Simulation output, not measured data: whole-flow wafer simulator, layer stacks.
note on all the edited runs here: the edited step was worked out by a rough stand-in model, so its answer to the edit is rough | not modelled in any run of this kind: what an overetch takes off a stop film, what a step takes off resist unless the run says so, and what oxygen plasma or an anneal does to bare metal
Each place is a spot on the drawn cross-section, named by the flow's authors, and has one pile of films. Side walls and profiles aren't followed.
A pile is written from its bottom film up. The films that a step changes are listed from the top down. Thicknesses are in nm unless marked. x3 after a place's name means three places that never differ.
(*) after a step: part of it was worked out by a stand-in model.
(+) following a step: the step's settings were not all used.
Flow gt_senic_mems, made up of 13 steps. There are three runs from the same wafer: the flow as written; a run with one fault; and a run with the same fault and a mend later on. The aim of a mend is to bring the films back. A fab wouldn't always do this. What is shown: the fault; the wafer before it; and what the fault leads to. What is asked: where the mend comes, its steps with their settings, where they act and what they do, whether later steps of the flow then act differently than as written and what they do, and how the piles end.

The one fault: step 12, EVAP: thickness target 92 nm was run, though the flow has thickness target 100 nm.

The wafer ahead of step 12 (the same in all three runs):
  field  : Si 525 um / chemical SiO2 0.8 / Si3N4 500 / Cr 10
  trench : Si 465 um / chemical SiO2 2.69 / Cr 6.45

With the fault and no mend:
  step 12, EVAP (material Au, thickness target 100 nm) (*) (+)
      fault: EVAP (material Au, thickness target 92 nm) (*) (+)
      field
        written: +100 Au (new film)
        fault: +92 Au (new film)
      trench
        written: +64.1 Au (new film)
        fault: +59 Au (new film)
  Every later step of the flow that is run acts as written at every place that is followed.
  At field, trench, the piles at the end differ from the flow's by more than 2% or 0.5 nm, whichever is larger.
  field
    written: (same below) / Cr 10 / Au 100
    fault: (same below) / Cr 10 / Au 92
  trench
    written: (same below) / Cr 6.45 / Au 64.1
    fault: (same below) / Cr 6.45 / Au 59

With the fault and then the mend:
  The mend follows step 13.
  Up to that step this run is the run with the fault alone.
  step 13a, EVAP (material Au, thickness target 8.2 nm) (*) (+) (the flow's step 12 again, with other settings)
      field
        +8.2 Au
      trench
        +5.29 Au
  Every later step of the flow that is run acts as written at every place that is followed.
  When the end is reached, the piles differ only a little from the flow's at the places that both follow, at most by 2% or 0.5 nm, whichever is larger.
